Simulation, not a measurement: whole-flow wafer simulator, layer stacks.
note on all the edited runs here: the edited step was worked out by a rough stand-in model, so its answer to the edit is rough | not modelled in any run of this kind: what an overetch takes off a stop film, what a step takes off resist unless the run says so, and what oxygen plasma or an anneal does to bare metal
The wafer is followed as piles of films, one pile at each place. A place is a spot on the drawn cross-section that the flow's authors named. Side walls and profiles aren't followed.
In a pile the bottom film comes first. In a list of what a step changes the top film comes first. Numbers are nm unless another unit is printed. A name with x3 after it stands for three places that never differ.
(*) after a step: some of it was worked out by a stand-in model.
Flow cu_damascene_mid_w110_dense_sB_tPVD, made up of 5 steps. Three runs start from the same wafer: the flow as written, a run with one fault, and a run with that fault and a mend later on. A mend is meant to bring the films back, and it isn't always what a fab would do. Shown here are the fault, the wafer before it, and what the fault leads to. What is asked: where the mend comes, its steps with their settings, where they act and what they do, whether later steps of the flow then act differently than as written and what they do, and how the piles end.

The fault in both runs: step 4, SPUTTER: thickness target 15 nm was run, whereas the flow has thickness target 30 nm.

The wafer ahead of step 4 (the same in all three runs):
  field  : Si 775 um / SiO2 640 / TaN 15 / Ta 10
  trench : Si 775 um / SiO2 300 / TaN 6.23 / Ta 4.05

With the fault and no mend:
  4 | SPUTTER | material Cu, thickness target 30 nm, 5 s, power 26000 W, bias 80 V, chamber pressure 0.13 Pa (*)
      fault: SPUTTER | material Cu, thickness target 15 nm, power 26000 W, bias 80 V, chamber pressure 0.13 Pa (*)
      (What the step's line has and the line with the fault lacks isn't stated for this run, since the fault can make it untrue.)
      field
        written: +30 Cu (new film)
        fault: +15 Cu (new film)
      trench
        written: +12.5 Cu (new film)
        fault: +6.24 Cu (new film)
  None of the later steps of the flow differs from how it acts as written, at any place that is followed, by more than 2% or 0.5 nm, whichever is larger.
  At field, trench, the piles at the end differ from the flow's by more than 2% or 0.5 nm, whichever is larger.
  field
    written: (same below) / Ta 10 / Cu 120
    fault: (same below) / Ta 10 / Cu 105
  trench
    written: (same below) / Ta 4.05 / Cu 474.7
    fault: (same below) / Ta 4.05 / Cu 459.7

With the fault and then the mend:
  The mend stands after step 4.
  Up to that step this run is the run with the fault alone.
  4a | SPUTTER | material Cu, thickness target 15 nm, power 26000 W, bias 80 V, chamber pressure 0.13 Pa (*) (the flow's step 4, run once more with other settings)
      field
        +15 Cu
      trench
        +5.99 Cu
  None of the later steps of the flow differs from how it acts as written, at any place that is followed, by more than 2% or 0.5 nm, whichever is larger.
  At every place that both follow, the piles at the end match the flow's.
